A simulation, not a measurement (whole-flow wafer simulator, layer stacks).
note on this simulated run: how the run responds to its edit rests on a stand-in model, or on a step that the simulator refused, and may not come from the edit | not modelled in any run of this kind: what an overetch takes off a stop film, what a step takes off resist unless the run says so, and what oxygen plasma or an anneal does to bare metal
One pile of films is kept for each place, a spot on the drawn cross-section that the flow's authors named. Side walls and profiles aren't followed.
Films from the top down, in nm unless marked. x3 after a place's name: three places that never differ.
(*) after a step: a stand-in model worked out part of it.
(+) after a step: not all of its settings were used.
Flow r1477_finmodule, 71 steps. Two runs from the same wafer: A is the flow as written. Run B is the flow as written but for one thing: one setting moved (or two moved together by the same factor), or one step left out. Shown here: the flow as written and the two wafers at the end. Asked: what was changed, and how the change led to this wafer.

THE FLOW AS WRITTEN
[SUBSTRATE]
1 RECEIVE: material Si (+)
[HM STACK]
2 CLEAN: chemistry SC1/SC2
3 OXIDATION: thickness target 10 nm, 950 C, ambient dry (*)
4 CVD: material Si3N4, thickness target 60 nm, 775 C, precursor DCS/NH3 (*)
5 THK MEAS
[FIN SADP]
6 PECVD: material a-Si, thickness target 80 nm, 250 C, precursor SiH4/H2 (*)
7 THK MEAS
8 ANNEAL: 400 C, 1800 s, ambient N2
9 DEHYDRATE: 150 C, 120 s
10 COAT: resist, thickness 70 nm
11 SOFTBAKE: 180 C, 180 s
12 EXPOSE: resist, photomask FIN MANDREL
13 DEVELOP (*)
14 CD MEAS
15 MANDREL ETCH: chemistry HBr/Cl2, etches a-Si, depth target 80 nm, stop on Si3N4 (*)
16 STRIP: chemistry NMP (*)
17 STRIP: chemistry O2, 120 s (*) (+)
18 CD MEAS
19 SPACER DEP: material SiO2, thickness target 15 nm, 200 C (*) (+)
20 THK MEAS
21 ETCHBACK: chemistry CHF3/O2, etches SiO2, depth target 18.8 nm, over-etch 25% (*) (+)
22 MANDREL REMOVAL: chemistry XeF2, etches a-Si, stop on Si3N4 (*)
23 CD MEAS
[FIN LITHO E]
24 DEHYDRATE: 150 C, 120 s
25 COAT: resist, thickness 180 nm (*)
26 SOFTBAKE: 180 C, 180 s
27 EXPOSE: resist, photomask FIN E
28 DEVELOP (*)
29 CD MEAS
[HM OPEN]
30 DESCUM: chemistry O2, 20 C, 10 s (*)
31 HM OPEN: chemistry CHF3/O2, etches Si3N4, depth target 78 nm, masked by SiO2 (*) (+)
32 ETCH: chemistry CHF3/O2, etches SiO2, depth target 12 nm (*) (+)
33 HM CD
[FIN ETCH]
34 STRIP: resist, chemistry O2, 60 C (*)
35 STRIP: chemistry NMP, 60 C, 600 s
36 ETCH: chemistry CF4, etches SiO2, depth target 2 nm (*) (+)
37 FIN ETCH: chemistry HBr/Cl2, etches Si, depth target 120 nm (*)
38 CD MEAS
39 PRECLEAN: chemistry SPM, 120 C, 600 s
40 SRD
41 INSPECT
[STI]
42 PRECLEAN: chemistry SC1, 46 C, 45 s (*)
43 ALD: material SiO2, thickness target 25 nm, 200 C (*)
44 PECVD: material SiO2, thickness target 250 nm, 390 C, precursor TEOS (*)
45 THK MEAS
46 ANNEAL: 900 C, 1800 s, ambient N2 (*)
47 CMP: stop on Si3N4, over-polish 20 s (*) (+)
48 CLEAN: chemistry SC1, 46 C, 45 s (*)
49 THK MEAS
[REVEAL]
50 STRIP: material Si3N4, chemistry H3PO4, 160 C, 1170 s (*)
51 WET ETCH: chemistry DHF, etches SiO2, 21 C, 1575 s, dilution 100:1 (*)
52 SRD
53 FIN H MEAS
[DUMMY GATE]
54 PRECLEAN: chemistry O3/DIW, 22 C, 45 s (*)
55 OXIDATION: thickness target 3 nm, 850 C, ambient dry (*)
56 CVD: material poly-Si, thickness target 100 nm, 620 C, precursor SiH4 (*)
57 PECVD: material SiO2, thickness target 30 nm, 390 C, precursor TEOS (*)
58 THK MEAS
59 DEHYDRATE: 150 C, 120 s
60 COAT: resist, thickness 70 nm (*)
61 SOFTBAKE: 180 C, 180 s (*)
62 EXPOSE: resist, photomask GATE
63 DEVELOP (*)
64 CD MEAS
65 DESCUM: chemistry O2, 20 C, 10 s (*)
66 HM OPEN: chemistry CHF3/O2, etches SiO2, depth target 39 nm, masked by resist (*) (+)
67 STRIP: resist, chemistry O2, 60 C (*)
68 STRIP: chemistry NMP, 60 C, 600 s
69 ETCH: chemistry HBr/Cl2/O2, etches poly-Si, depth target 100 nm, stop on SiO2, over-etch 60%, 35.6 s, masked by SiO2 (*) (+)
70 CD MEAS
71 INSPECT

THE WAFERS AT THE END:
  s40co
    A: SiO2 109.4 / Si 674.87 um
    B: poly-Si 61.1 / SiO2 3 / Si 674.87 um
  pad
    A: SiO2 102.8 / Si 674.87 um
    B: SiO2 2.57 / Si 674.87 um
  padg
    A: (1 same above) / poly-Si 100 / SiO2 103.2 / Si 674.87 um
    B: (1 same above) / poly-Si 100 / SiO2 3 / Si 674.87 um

The cause: step 46, ANNEAL: 900 C, 1800 s, ambient N2 (*), was left out.

How the change led to this, step by step:
  47 CMP: stop on Si3N4, over-polish 20 s (*) (+)
      pad, padg, e40sg and 11 more: A SiO2 -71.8 | B SiO2 -83
      elg, esg, e40lg and 6 more: A SiO2 -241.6 | B SiO2 -252.9
      (and at 13 more places)
  50 STRIP: material Si3N4, chemistry H3PO4, 160 C, 1170 s (*)
      pad, padg, e40sg and 12 more: A SiO2 -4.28 | B SiO2 -17.1
      elg, esg, e40lg and 12 more: A SiO2 -4.28 | B SiO2 -12.1
  51 WET ETCH: chemistry DHF, etches SiO2, 21 C, 1575 s, dilution 100:1 (*)
      pad, padg, e40sg and 11 more: A SiO2 -85.7 | B SiO2 -174.9 (all of it), chemical SiO2 -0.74 (all of it)
      s40cg, s45cg, s50cg, s40co, s45co, s50co: A SiO2 -79.1 | B SiO2 -179.7 (all of it), chemical SiO2 -0.74 (all of it)
      (and at 10 more places)
  54 PRECLEAN: chemistry O3/DIW, 22 C, 45 s (*)
      pad, padg, esg and 19 more: A nothing | B chemical SiO2 +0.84 (new film), Si -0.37
  55 OXIDATION: thickness target 3 nm, 850 C, ambient dry (*)
      pad, padg, e40sg and 12 more: A SiO2 +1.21, chemical SiO2 -0.74 (all of it), Si -0.21 | B SiO2 +3 (new film), chemical SiO2 -0.84 (all of it), Si -0.95
      esg, s40cg, s45cg, s50cg, s40co, s45co, s50co: A SiO2 +1.2, chemical SiO2 -0.74 (all of it), Si -0.2 | B SiO2 +3 (new film), chemical SiO2 -0.84 (all of it), Si -0.95
  56 CVD: material poly-Si, thickness target 100 nm, 620 C, precursor SiH4 (*)
      s40cg, s40co: A poly-Si +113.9 (new film) | B poly-Si +223.7 (new film)
      s45cg, s45co: A poly-Si +113.4 (new film) | B poly-Si +223.7 (new film)
      (and at 3 more places)
  60 COAT: resist, thickness 70 nm (*)
      e40lg, e100lg, e200lg, elo, e40lo, e100lo, e200lo: A resist +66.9 (new film) | B resist +61.9 (new film)
      e40sg, e40so: A resist +129.5 (new film) | B resist +224.7 (new film)
      (and at 23 more places)
  63 DEVELOP (*)
      elo, e40lo, e100lo, e200lo: A resist -66.9 (all of it) | B resist -61.9 (all of it)
      eso: A resist -129.5 (all of it) | B resist -224.1 (all of it)
      (and at 12 more places)
  67 STRIP: resist, chemistry O2, 60 C (*)
      e40lg: A resist -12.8 (all of it) | B resist -7.75 (all of it)
      e40sg: A resist -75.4 (all of it) | B resist -170.6 (all of it)
      (and at 13 more places)
  69 ETCH: chemistry HBr/Cl2/O2, etches poly-Si, depth target 100 nm, stop on SiO2, over-etch 60%, 35.6 s, masked by SiO2 (*) (+)
      s40co: A chemical SiO2 -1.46 (all of it), poly-Si -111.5 (all of it), SiO2 -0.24 | B chemical SiO2 -1.78 (all of it), poly-Si -160
      s45co: A chemical SiO2 -1.46 (all of it), poly-Si -110.9 (all of it), SiO2 -0.25 | B chemical SiO2 -1.78 (all of it), poly-Si -160
      (and at 1 more place)
